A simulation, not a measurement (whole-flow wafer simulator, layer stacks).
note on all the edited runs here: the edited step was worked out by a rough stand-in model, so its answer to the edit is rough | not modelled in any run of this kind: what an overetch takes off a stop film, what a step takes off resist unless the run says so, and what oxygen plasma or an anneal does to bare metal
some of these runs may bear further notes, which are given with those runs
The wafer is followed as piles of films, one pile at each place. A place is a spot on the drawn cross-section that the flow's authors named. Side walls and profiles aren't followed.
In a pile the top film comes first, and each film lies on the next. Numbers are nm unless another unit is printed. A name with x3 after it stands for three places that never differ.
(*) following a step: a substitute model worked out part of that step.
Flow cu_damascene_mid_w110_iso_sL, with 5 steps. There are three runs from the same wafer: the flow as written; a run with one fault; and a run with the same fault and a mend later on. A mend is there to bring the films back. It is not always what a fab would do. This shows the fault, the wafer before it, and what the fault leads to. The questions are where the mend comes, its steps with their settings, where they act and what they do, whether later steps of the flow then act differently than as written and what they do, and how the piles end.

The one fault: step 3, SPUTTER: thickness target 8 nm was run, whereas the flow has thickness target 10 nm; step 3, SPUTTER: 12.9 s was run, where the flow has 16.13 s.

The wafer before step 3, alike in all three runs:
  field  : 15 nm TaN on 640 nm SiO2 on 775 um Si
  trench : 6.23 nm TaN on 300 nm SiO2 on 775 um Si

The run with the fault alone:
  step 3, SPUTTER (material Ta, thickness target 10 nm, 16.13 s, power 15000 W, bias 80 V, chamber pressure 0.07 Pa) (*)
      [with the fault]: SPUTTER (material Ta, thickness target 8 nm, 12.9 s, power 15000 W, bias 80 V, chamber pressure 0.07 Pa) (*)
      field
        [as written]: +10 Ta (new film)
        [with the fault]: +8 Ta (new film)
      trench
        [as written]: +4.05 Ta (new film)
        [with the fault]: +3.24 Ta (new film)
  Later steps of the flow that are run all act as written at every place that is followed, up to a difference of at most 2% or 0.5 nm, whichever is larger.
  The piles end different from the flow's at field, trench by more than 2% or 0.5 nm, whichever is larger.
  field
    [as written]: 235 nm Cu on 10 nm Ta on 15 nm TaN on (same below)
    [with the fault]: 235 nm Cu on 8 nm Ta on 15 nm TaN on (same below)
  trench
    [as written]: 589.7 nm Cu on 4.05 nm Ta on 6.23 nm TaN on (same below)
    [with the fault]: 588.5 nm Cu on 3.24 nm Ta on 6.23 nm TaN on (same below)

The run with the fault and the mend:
  The mend follows step 3.
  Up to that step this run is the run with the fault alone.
  step 3a, SPUTTER (material Ta, thickness target 2 nm, 3.226 s, power 15000 W, bias 80 V, chamber pressure 0.07 Pa) (*) (the flow's step 3 again, with other settings)
      field
        +2 Ta
      trench
        +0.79 Ta
  Later steps of the flow that are run all act as written at every place that is followed.
  When the end is reached, the piles differ only a little from the flow's at the places that both follow, at most by 2% or 0.5 nm, whichever is larger.
